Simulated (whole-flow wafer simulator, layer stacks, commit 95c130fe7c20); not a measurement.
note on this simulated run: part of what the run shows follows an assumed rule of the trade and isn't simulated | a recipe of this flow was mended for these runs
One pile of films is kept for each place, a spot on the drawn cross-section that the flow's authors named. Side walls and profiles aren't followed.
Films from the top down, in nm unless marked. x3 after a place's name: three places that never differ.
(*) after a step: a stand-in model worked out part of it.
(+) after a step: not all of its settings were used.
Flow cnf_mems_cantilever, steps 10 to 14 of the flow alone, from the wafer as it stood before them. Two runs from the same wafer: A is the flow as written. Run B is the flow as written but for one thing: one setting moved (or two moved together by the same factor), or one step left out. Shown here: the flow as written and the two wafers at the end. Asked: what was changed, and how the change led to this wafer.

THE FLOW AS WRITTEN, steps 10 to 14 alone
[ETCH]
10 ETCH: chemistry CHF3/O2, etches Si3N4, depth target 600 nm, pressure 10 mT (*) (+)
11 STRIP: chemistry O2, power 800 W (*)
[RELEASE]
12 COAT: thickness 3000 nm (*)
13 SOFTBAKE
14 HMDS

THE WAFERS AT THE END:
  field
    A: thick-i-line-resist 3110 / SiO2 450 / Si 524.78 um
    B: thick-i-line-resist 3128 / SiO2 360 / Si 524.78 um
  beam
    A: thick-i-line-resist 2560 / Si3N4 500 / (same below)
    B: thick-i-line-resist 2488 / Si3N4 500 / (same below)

The cause: step 10, ETCH: depth target 780 nm was run, where the flow has depth target 600 nm.

How the change led to this, step by step:
  10 ETCH: chemistry CHF3/O2, etches Si3N4, depth target 600 nm, pressure 10 mT (*) (+)
      field: A Si3N4 -500 (all of it), SiO2 -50 | B Si3N4 -500 (all of it), SiO2 -140
      beam: A KrF-resist -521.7 | B KrF-resist -678.3
  11 STRIP: chemistry O2, power 800 W (*)
      beam: A KrF-resist -460.9 (all of it) | B KrF-resist -304.4 (all of it)
  12 COAT: thickness 3000 nm (*)
      beam: A thick-i-line-resist +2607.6 (new film) | B thick-i-line-resist +2545.1 (new film)
  13 SOFTBAKE
      field: A thick-i-line-resist +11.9 | B thick-i-line-resist +14.3
      beam: A thick-i-line-resist -47.6 | B thick-i-line-resist -57.1
